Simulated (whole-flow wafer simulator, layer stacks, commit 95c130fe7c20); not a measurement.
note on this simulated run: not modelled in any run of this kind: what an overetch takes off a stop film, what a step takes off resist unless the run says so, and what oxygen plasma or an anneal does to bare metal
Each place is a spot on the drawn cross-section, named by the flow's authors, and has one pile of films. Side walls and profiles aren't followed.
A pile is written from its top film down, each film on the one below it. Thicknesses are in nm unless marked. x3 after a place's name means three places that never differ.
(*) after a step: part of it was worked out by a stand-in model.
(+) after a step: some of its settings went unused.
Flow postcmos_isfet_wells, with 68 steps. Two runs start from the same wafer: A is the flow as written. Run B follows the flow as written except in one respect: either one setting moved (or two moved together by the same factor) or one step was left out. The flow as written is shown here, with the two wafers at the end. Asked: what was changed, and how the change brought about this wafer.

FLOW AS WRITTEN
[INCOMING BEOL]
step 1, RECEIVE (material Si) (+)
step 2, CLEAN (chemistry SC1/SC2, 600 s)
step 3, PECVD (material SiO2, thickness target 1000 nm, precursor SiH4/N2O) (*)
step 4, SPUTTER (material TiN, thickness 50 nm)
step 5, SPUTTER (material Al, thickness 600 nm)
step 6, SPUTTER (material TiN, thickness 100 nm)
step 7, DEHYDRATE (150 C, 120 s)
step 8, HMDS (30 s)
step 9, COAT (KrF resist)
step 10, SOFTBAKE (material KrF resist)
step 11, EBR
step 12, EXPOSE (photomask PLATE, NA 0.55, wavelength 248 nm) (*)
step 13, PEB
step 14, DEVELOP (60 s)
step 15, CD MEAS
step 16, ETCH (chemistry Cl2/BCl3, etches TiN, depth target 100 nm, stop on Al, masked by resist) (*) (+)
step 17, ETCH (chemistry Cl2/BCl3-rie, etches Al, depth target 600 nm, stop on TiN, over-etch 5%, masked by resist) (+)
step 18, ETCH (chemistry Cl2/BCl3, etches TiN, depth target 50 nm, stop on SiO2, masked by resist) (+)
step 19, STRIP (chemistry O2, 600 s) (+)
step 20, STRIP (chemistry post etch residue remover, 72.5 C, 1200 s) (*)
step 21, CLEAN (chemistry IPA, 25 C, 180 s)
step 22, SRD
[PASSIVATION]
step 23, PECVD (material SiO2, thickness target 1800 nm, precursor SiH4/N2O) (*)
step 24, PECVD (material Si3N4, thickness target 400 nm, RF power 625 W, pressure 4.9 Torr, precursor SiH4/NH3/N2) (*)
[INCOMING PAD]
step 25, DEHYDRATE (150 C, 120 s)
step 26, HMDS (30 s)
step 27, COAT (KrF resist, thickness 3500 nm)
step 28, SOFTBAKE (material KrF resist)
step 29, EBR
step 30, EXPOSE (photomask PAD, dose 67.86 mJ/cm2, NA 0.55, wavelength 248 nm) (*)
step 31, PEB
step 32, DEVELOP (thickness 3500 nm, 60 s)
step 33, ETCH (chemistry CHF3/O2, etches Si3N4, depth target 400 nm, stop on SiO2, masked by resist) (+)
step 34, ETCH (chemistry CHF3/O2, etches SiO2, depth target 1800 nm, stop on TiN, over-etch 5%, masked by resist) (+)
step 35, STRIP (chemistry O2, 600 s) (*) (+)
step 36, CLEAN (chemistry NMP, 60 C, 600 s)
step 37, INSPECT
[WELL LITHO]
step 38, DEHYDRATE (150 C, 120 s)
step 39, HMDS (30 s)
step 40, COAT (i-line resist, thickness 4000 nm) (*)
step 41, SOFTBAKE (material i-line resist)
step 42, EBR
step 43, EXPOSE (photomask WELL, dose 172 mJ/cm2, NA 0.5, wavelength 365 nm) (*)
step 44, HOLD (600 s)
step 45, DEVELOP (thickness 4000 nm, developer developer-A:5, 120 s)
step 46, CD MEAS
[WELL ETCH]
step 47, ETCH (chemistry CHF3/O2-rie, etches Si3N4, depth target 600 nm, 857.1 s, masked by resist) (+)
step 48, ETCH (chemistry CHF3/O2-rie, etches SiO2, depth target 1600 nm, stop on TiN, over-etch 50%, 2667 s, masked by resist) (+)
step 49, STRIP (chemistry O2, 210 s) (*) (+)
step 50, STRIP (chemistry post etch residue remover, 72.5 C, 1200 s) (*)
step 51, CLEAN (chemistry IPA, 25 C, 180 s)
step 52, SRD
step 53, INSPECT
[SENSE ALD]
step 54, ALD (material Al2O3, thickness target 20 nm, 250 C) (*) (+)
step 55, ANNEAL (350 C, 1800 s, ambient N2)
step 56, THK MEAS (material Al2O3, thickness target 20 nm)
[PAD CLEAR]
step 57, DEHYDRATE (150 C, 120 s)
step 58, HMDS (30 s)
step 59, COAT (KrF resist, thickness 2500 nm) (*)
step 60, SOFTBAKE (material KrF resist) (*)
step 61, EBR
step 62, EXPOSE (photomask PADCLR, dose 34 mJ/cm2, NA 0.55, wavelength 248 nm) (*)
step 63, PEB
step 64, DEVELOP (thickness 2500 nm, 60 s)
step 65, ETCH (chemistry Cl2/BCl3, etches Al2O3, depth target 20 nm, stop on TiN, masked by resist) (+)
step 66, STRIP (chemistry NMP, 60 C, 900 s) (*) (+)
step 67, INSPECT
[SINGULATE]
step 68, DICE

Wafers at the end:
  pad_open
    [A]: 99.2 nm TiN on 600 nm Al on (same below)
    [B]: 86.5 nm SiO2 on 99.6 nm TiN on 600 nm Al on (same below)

What caused this: step 33, ETCH: depth target 317.6 nm was run, though the flow has depth target 400 nm.

Step by step, how the change led to this:
  step 33, ETCH (chemistry CHF3/O2, etches Si3N4, depth target 400 nm, stop on SiO2, masked by resist) (+)
      pad_open: A Si3N4 loses 400 (all of it) | B Si3N4 loses 317.6
      field, margin, well900, well1300 x3, pad_rim, pad_clr: A KrF resist loses 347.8 | B KrF resist loses 276.2
  step 34, ETCH (chemistry CHF3/O2, etches SiO2, depth target 1800 nm, stop on TiN, over-etch 5%, masked by resist) (+)
      pad_open: A SiO2 loses 1800 (all of it) | B Si3N4 loses 82.4 (all of it), SiO2 loses 1713.5
  step 35, STRIP (chemistry O2, 600 s) (*) (+)
      field, margin, well900, well1300 x3, pad_rim, pad_clr: A KrF resist loses 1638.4 (all of it) | B KrF resist loses 1710.1 (all of it)
  step 41, SOFTBAKE (material i-line resist)
      pad_clr: A i-line resist loses 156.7 | B i-line resist loses 148
      pad_open: A i-line resist gains 115.3 | B i-line resist gains 111.5
